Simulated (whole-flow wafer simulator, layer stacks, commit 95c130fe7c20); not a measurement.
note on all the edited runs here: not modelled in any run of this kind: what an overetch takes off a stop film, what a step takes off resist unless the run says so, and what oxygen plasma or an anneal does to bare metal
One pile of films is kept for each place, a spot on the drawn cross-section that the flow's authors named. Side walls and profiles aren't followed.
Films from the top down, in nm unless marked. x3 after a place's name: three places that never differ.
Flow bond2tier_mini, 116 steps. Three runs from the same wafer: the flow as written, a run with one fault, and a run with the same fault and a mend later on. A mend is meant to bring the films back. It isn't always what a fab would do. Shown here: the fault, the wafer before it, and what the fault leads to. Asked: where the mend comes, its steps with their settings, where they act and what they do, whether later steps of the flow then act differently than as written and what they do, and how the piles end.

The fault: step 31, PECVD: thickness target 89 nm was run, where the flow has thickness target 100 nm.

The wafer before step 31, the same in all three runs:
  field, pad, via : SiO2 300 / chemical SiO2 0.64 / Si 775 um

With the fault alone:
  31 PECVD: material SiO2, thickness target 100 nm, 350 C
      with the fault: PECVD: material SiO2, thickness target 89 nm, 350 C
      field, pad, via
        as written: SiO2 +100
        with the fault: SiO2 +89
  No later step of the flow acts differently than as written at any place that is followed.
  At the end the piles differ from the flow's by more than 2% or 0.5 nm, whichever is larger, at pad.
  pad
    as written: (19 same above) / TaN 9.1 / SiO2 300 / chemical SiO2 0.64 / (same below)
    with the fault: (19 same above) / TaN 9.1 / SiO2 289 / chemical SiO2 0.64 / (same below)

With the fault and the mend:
  The mend comes after step 31.
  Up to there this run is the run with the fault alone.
  31a PECVD: material SiO2, thickness target 11 nm, 350 C (the flow's step 31 once more, with other settings)
      field, pad, via
        SiO2 +11
  No later step of the flow acts differently than as written at any place that is followed.
  At the end the piles are the same as the flow's at every place that both follow.
